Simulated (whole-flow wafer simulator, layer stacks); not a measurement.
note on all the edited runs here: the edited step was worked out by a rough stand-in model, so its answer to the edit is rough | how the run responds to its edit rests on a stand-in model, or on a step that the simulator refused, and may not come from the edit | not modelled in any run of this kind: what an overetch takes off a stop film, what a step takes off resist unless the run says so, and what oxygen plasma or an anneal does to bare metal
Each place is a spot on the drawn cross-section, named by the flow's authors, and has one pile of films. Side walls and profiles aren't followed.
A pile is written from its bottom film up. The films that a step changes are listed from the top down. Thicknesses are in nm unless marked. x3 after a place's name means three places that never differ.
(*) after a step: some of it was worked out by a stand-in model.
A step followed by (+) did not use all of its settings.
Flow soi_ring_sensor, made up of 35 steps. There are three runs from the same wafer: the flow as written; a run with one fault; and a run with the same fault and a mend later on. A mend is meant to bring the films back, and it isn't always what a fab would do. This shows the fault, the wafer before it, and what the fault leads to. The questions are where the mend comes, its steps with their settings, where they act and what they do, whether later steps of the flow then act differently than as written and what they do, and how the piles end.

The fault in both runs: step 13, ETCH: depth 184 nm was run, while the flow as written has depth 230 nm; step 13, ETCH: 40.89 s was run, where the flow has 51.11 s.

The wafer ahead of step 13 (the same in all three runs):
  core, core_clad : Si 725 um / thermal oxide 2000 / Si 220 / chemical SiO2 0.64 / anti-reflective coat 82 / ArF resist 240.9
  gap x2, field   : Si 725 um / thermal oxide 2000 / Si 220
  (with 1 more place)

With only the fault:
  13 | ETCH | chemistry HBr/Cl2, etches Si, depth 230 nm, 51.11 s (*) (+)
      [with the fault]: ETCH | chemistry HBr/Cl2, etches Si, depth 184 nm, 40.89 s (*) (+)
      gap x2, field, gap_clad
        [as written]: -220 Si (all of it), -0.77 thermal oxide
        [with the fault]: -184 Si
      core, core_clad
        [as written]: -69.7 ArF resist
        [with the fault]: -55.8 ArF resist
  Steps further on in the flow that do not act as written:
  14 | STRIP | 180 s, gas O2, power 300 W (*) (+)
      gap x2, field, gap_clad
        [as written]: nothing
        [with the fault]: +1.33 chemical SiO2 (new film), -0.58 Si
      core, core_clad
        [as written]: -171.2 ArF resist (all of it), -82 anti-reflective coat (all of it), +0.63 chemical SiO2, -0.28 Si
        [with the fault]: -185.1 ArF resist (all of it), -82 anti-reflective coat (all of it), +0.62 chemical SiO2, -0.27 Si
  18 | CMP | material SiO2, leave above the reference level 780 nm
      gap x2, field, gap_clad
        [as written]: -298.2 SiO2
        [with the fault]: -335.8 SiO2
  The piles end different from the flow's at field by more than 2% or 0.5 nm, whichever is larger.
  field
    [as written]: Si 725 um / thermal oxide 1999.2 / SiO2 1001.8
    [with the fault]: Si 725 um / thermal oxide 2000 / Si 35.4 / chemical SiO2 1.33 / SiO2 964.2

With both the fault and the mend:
  The mend follows step 13.
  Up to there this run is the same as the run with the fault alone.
  13a | ETCH | chemistry HBr/Cl2, etches Si, depth 46 nm, 10.22 s (*) (+) (a further turn of the flow's step 13, with different settings)
      gap x2, field, gap_clad
        -36 Si (all of it), -0.77 thermal oxide
      core, core_clad
        -13.9 ArF resist
  Later steps of the flow that are run all act as written at every place that is followed.
  The piles end the same as the flow's at every place that both follow.
